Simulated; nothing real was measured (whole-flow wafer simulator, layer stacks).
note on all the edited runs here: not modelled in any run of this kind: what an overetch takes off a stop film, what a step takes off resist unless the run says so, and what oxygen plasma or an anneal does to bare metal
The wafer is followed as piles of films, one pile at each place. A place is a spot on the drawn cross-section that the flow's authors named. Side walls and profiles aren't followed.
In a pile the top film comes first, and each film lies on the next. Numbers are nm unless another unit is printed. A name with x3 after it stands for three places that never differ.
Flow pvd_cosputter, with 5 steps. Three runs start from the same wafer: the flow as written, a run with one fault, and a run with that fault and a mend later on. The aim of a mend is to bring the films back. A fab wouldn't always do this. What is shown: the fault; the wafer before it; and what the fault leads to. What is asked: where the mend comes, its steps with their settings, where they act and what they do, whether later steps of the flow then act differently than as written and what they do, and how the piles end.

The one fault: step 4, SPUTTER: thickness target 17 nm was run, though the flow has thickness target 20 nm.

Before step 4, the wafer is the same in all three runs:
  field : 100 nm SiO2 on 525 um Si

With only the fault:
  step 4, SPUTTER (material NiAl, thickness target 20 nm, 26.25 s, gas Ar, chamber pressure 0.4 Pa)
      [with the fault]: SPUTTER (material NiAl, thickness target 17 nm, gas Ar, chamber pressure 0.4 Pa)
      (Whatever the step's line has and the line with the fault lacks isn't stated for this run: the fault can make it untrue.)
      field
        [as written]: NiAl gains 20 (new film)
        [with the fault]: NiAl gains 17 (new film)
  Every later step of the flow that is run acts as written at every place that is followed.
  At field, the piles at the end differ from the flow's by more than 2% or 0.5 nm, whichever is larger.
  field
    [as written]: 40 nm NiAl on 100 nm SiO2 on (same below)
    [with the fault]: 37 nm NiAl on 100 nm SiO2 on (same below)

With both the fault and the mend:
  The mend follows step 4.
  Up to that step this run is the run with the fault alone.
  step 4a, SPUTTER (material NiAl, thickness target 3 nm, gas Ar, chamber pressure 0.4 Pa) (the flow's step 4, run once more with other settings)
      field
        NiAl gains 3
  Every later step of the flow that is run acts as written at every place that is followed.
  The piles end the same as the flow's at every place that both follow.
